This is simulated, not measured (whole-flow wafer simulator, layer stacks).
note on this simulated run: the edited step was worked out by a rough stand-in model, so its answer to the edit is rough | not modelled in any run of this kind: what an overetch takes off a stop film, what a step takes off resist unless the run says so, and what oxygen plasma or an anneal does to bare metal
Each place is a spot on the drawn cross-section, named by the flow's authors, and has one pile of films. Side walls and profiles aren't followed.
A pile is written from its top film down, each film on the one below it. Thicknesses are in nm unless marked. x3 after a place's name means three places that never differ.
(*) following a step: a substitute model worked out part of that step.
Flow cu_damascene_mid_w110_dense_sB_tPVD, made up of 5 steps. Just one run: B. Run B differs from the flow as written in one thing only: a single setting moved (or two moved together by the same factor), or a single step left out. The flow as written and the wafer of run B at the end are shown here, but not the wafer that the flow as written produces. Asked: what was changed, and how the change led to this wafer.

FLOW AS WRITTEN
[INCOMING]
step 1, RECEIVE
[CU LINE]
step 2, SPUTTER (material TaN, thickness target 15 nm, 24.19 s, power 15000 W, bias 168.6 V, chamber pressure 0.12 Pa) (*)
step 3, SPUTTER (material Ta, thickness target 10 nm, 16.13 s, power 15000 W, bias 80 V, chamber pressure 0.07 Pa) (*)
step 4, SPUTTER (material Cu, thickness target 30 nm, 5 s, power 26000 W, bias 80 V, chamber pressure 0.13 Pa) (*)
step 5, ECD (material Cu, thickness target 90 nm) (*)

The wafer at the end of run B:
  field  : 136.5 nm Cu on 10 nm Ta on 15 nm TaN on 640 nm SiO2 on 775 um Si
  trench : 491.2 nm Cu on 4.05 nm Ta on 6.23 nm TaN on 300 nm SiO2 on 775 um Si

What caused this: step 4, SPUTTER: 7.75 s was run, while the flow as written has 5 s.

How this came from the change, step by step:
  step 4, SPUTTER (material Cu, thickness target 30 nm, 5 s, power 26000 W, bias 80 V, chamber pressure 0.13 Pa) (*)
      field: +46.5 Cu (new film) (it would be, as written: +30 Cu (new film))
      trench: +19.3 Cu (new film) (it would be, as written: +12.5 Cu (new film))
  step 5, ECD (material Cu, thickness target 90 nm) (*)
      trench: +471.9 Cu (it would be, as written: +462.2 Cu)
